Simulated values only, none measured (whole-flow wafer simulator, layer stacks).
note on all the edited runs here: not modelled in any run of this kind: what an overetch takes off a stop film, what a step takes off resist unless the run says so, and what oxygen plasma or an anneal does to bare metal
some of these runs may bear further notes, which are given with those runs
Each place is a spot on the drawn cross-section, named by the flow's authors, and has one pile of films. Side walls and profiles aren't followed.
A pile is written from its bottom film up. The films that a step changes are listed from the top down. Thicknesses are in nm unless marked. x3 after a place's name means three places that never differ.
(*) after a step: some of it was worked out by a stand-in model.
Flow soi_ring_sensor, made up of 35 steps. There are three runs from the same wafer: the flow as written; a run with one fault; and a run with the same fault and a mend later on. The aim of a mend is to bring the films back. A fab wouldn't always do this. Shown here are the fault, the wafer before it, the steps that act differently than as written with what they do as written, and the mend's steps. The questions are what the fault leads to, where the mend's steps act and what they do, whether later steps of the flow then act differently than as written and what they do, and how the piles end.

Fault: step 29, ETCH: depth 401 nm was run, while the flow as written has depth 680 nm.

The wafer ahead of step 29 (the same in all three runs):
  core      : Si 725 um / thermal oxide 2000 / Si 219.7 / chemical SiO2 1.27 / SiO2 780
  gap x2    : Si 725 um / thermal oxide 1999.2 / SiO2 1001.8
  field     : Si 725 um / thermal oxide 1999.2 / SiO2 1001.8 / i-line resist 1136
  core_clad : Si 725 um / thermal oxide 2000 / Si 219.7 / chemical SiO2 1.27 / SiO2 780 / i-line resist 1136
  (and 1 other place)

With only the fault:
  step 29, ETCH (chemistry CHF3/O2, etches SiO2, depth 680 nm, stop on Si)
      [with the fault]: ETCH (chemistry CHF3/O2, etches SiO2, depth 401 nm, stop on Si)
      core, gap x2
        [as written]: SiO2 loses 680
        [with the fault]: SiO2 loses 401
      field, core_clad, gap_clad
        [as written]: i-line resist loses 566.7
        [with the fault]: i-line resist loses 334.2
  Steps further on in the flow that do not act as written:
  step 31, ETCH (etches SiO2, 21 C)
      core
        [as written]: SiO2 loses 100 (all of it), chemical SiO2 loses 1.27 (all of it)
        [with the fault]: SiO2 loses 379 (all of it), chemical SiO2 loses 1.27 (all of it)
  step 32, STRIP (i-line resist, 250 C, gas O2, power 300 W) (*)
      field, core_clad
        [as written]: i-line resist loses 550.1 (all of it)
        [with the fault]: i-line resist loses 782.6 (all of it)
  The piles end only slightly different from the flow's at the places that both follow, by no more than 2% or 0.5 nm, whichever is larger.

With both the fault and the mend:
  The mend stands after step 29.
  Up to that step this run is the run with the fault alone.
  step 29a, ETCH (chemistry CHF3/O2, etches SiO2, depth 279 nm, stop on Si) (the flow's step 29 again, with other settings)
      core, gap x2
        SiO2 loses 279
      field, core_clad, gap_clad
        i-line resist loses 232.5
  None of the later steps of the flow acts differently than as written at any place that is followed.
  The piles end the same as the flow's at every place that both follow.
